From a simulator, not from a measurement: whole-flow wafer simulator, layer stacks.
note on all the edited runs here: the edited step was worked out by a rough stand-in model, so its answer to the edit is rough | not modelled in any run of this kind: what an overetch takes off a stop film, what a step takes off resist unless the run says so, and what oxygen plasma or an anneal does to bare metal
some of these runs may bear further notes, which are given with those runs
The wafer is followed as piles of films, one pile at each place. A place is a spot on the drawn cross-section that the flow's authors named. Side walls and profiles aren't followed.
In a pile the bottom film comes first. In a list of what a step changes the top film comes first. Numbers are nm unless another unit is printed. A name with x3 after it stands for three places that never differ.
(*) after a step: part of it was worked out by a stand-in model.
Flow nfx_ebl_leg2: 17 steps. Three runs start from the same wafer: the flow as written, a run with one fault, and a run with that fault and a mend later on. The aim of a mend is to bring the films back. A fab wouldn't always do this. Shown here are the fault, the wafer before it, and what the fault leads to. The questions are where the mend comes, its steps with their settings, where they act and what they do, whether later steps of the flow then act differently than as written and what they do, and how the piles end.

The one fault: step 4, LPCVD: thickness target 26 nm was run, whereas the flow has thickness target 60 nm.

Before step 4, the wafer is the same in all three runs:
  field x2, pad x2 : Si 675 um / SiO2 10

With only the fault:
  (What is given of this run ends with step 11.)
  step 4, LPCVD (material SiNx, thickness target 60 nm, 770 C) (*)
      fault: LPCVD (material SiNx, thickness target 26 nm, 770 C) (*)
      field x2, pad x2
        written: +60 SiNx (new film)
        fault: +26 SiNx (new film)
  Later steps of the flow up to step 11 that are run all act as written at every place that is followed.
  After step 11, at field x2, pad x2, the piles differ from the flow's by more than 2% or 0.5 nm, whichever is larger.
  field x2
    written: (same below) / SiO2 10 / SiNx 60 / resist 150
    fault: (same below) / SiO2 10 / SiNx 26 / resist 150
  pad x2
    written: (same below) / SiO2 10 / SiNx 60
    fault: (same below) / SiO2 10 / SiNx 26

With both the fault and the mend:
  The mend follows step 11.
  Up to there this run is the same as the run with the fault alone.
  step 11a, STRIP (resist, chemistry O2, 25 C) (*)
      field x2
        -150 resist (all of it)
  step 11b, CLEAN (chemistry SC1/SC2) (*) (a further turn of the flow's step 2)
      does not change any film at any place that is followed
  step 11c, LPCVD (material SiNx, thickness target 34 nm, 770 C) (*) (a further turn of the flow's step 4, with different settings)
      field x2, pad x2
        +34 SiNx
  step 11d, DEHYDRATE (180 C, 120 s) (a further turn of the flow's step 6)
      does not change any film at any place that is followed
  step 11e, COAT (resist, thickness 150 nm) (a further turn of the flow's step 7)
      field x2, pad x2
        +150 resist (new film)
  step 11f, SOFTBAKE (resist, 150 C, 60 s) (a further turn of the flow's step 8)
      does not change any film at any place that is followed
  step 11g, EXPOSE (PMMA, thickness 150 nm, photomask GRATING) (*) (a further turn of the flow's step 9)
      does not change any film at any place that is followed
  step 11h, DEVELOP (resist, thickness 150 nm, developer developer-C-546, 60 s) (*) (a further turn of the flow's step 10)
      pad x2
        -150 resist (all of it)
  Later steps of the flow that are run all act as written at every place that is followed.
  The piles end the same as the flow's at every place that both follow.
